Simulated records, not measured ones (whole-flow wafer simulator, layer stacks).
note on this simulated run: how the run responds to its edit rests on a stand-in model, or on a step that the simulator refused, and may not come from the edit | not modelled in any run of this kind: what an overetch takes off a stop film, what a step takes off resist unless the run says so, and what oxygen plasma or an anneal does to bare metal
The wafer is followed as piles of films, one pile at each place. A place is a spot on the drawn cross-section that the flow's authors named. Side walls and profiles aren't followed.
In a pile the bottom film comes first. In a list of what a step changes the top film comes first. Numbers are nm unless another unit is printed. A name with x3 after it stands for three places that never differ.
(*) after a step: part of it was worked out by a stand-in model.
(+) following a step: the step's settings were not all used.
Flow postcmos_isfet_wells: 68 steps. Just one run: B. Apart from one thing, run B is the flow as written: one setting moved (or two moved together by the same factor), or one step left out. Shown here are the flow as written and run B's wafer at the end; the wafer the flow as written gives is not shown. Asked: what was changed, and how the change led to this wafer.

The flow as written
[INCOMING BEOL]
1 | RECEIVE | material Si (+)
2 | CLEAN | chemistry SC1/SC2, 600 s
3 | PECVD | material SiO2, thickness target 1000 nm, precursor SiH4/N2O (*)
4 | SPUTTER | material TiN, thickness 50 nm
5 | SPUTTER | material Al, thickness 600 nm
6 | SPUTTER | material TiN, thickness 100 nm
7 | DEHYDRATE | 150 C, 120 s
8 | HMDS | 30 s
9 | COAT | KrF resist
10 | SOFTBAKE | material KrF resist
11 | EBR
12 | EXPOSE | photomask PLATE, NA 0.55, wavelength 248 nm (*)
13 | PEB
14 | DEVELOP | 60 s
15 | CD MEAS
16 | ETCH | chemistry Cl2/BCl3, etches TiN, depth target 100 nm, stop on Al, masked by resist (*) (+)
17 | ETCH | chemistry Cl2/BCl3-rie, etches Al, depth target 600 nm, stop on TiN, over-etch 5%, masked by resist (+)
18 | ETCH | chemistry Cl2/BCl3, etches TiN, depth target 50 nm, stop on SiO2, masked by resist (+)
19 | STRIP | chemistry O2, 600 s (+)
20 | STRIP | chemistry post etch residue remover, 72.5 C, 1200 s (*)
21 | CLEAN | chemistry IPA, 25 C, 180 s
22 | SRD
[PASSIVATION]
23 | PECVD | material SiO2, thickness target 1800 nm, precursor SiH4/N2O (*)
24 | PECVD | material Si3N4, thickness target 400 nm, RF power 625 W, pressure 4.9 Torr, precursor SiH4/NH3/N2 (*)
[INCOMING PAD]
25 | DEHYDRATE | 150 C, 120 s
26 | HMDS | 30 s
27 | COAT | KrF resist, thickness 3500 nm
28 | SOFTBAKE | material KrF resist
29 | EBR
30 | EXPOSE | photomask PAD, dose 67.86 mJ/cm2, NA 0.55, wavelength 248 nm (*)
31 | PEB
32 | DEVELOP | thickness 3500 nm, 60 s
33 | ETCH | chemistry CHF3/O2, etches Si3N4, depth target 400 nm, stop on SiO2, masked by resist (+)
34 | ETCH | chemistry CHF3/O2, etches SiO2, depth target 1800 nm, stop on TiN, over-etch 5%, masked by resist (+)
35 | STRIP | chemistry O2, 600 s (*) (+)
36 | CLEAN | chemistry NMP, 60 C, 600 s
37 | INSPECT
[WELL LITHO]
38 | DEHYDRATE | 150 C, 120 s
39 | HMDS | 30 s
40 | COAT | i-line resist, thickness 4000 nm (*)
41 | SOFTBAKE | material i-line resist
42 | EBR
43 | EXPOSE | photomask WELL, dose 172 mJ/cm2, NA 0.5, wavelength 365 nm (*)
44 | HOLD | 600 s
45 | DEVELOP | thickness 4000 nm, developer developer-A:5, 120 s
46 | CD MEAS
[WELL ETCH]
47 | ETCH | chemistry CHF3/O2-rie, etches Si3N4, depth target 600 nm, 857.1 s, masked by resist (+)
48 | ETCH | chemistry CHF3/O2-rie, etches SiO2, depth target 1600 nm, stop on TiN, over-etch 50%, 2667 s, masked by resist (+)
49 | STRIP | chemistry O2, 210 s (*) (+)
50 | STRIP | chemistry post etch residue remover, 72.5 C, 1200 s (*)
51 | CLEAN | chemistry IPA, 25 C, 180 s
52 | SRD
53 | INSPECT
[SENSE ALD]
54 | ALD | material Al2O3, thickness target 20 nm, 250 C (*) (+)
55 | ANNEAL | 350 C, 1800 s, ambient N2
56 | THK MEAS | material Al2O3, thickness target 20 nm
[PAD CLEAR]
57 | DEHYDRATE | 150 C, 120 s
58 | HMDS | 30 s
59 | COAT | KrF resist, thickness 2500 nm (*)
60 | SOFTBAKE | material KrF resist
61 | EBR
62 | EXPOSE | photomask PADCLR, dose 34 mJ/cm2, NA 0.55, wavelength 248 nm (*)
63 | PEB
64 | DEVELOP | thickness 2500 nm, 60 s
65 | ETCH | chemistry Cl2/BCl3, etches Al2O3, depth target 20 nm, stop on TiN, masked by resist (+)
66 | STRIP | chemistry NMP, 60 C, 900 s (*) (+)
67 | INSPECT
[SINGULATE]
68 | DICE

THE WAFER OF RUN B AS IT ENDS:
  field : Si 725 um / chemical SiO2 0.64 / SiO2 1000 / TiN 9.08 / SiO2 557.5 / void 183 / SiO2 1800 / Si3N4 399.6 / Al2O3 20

What caused this: step 18, ETCH: depth target 40.5 nm was run, though the flow has depth target 50 nm.

How this came from the change, step by step:
  18 | ETCH | chemistry Cl2/BCl3, etches TiN, depth target 50 nm, stop on SiO2, masked by resist (+)
      field: TiN loses 40.5 (as written it would have been: TiN loses 50 (all of it))
      margin, well900, well1300 x3, pad_rim, pad_clr, pad_open: KrF resist loses 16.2 (as written it would have been: KrF resist loses 20)
  23 | PECVD | material SiO2, thickness target 1800 nm, precursor SiH4/N2O (*)
      field: SiO2 gains 1800 (new film), void gains 183 (new film), SiO2 gains 557.5 (new film) (as written it would have been: SiO2 gains 1800 (new film), void gains 189.9 (new film), SiO2 gains 559.7)
If metal films that touch count as one body, field has 1 body; the flow as written gives 0 bodies.
